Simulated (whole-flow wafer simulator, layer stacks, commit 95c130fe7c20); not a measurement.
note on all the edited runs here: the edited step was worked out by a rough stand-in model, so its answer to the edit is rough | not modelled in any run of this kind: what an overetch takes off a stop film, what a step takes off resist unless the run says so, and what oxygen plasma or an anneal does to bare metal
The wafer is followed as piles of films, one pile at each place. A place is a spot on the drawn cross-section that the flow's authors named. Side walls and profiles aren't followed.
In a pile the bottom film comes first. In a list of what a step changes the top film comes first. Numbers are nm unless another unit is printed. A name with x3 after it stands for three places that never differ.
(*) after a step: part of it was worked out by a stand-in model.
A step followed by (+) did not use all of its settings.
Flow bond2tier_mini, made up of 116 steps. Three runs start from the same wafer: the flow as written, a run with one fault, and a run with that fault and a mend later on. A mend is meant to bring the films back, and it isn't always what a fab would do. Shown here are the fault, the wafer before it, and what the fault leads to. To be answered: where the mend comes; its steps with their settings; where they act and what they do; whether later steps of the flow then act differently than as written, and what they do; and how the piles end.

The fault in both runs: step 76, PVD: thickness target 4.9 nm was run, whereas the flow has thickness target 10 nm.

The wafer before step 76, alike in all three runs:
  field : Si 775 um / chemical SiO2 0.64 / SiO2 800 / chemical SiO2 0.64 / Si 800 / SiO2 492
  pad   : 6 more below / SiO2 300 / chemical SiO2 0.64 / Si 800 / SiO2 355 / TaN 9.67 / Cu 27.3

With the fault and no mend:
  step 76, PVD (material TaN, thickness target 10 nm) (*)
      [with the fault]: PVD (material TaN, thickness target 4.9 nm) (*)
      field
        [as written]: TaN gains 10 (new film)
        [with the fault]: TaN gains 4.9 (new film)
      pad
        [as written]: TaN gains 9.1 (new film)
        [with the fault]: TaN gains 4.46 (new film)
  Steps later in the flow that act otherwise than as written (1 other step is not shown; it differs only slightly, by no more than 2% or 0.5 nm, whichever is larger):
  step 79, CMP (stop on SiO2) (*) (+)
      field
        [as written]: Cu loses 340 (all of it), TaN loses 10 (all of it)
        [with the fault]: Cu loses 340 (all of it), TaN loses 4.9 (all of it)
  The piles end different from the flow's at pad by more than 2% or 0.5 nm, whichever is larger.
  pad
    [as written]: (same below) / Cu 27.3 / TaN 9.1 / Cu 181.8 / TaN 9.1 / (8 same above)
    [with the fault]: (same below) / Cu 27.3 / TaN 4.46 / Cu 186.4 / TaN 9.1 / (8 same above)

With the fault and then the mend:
  The mend follows step 76.
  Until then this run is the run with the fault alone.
  step 76a, PVD (material TaN, thickness target 5.1 nm) (*) (the flow's step 76, run once more with other settings)
      field
        TaN gains 5.1
      pad
        TaN gains 4.64
  Later steps of the flow that are run all act as written at every place that is followed.
  The piles end the same as the flow's at every place that both follow.
